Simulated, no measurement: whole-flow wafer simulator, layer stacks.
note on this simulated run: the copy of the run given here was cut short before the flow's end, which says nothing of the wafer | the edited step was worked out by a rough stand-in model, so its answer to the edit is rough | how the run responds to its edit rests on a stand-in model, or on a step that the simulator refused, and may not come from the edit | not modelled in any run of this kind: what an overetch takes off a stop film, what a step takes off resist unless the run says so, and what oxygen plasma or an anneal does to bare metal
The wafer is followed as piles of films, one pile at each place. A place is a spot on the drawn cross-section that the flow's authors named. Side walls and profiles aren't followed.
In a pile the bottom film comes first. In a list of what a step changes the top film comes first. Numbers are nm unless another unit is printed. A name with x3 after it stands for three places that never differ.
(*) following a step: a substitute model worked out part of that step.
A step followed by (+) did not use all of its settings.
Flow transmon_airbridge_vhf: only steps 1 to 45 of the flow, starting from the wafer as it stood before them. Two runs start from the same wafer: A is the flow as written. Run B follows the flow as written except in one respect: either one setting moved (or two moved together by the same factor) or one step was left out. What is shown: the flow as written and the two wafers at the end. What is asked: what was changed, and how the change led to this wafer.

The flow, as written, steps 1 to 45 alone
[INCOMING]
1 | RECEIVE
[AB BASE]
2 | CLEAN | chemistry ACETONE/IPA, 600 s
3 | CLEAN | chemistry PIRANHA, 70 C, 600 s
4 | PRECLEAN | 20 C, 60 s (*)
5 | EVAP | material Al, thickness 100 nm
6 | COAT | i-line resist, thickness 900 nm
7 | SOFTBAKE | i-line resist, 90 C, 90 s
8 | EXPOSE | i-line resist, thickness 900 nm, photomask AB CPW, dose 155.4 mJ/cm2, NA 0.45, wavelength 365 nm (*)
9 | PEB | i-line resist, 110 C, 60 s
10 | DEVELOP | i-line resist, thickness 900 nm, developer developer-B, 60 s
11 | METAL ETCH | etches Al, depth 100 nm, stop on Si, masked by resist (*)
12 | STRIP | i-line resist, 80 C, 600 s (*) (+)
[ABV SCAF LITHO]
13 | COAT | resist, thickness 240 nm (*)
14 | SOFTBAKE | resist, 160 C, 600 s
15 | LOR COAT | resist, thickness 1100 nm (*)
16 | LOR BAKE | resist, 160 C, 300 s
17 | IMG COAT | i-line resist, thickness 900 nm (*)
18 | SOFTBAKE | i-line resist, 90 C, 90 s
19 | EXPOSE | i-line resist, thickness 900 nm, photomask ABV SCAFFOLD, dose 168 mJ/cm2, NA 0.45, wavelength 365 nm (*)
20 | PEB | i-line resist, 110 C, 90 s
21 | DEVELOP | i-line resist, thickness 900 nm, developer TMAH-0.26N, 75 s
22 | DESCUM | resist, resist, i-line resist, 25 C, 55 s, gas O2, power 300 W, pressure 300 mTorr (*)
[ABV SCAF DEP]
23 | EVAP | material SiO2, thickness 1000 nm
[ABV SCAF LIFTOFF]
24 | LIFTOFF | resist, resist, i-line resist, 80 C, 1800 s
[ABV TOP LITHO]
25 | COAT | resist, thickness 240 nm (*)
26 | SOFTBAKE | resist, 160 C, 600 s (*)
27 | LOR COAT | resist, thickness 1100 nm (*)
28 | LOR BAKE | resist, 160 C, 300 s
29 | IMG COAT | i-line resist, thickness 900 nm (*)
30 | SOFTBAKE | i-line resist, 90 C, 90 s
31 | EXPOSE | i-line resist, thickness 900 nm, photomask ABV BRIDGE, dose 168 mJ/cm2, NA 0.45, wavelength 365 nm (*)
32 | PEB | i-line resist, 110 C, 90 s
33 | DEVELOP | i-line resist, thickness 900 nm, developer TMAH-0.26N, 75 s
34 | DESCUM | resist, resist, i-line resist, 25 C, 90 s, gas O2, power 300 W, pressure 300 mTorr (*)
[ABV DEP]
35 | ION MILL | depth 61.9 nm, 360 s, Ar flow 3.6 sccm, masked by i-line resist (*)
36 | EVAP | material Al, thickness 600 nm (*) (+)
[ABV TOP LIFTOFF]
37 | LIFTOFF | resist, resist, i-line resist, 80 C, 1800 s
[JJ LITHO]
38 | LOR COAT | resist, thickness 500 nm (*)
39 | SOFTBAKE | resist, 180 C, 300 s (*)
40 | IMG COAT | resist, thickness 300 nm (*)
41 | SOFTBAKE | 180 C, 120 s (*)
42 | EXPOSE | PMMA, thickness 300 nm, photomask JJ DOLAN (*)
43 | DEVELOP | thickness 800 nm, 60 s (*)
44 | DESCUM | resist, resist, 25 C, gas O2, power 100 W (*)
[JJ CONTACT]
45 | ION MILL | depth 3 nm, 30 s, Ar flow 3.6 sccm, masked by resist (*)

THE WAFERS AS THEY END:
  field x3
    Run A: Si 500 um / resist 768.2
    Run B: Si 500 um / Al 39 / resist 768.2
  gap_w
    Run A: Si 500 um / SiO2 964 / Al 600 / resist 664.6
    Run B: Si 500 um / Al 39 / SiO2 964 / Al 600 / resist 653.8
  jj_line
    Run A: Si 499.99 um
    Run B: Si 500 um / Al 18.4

The reason: step 11, METAL ETCH: depth 61 nm was run, though the flow has depth 100 nm.

Step by step, how the change led to this:
  11 | METAL ETCH | etches Al, depth 100 nm, stop on Si, masked by resist (*)
      field x3, jj_line, gap_w, gap_e: A -100 Al (all of it) | B -61 Al
      ground_far, pad_w, flank_w and 8 more: A -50 i-line resist | B -30.5 i-line resist
  12 | STRIP | i-line resist, 80 C, 600 s (*) (+)
      ground_far, pad_w, flank_w and 8 more: A -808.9 i-line resist (all of it) | B -828.4 i-line resist (all of it)
  13 | COAT | resist, thickness 240 nm (*)
      flank_w, flank_e: A +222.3 resist (new film) | B +228.7 resist (new film)
  22 | DESCUM | resist, resist, i-line resist, 25 C, 55 s, gas O2, power 300 W, pressure 300 mTorr (*)
      flank_w, flank_e: A -222.3 resist (all of it) | B -228.7 resist (all of it)
  25 | COAT | resist, thickness 240 nm (*)
      flank_w, flank_e: A +152.6 resist (new film) | B +157 resist (new film)
  34 | DESCUM | resist, resist, i-line resist, 25 C, 90 s, gas O2, power 300 W, pressure 300 mTorr (*)
      flank_w, flank_e: A -152.6 resist (all of it) | B -157 resist (all of it)
  40 | IMG COAT | resist, thickness 300 nm (*)
      flank_w, flank_e: A +212.1 resist | B +218.2 resist
  45 | ION MILL | depth 3 nm, 30 s, Ar flow 3.6 sccm, masked by resist (*)
      jj_line: A -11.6 Si | B -20.6 Al
Taking metal films that touch as one body, field x3 has 1 body; the flow as written gives 0 bodies.
Taking metal films that touch as one body, gap_w has 2 bodies (between them, from the top down: SiO2 964); the flow as written gives 1 body.
Taking metal films that touch as one body, jj_line has 1 body; the flow as written gives 0 bodies.
